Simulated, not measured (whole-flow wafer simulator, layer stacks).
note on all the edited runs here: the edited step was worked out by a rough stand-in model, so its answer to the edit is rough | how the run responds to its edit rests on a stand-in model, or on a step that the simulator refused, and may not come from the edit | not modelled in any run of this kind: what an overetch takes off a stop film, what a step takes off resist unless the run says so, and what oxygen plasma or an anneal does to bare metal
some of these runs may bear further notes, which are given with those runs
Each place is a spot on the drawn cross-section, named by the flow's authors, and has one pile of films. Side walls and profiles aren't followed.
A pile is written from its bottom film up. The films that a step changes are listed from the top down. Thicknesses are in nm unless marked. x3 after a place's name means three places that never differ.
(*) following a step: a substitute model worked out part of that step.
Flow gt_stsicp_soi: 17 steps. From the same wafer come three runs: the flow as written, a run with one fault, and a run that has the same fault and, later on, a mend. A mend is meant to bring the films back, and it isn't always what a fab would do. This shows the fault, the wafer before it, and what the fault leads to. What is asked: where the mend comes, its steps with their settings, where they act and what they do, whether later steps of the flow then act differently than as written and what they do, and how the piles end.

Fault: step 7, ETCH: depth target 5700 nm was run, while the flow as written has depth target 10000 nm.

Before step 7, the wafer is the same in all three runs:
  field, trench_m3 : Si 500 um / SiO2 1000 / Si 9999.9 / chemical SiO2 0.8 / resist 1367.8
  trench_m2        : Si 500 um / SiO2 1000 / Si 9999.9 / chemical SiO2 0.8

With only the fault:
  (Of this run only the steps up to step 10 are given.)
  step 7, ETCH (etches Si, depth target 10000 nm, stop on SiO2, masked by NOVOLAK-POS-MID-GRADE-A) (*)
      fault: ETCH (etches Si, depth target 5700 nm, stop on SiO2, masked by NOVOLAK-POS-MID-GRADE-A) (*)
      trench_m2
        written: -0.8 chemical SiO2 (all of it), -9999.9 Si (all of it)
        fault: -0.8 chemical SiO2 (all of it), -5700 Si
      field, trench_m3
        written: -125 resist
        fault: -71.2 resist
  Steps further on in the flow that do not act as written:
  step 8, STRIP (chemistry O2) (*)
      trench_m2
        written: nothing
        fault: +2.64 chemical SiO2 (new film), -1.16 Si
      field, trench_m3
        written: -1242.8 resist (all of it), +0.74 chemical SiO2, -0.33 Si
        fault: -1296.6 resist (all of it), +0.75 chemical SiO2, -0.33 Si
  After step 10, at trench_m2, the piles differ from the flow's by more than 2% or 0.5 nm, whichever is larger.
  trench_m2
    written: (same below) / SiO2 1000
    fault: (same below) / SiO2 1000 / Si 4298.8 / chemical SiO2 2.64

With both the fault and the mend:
  The mend follows step 7.
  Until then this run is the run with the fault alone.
  step 7a, ETCH (etches Si, depth target 4300 nm, stop on SiO2, masked by NOVOLAK-POS-MID-GRADE-A) (*) (a further turn of the flow's step 7, with different settings)
      field, trench_m3
        -53.8 resist
      trench_m2
        -4299.9 Si (all of it)
  None of the later steps of the flow acts differently than as written at any place that is followed.
  The piles end the same as the flow's at every place that both follow.
